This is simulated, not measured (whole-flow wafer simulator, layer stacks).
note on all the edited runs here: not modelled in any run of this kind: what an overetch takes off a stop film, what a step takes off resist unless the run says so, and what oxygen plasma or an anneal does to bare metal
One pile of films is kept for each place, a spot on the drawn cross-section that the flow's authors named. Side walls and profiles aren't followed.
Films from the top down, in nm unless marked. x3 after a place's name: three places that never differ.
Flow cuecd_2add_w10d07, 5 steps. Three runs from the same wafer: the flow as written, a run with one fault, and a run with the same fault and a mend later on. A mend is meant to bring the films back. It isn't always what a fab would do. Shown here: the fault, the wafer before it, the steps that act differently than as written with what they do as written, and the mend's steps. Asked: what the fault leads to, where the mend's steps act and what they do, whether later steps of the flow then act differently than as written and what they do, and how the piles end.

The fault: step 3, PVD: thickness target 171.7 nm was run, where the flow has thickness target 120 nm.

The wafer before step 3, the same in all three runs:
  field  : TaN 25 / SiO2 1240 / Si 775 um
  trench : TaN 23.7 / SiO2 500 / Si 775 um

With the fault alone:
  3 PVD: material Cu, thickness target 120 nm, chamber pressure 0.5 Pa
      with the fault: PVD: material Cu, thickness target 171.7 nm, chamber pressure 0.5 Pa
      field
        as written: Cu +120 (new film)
        with the fault: Cu +171.7 (new film)
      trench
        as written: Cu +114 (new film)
        with the fault: Cu +163.3 (new film)
  No later step of the flow acts differently than as written at any place that is followed.
  At the end the piles differ from the flow's by more than 2% or 0.5 nm, whichever is larger, at field, trench.
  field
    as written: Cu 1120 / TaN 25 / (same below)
    with the fault: Cu 1171.7 / TaN 25 / (same below)
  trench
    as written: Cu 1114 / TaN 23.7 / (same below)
    with the fault: Cu 1163.3 / TaN 23.7 / (same below)

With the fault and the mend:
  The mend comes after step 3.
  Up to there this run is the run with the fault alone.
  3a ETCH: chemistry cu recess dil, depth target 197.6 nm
      field
        Cu -171.7 (all of it)
      trench
        Cu -163.3 (all of it)
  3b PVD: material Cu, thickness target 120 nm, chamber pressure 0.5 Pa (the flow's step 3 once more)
      field
        Cu +120 (new film)
      trench
        Cu +114 (new film)
  No later step of the flow acts differently than as written at any place that is followed.
  At the end the piles are the same as the flow's at every place that both follow.
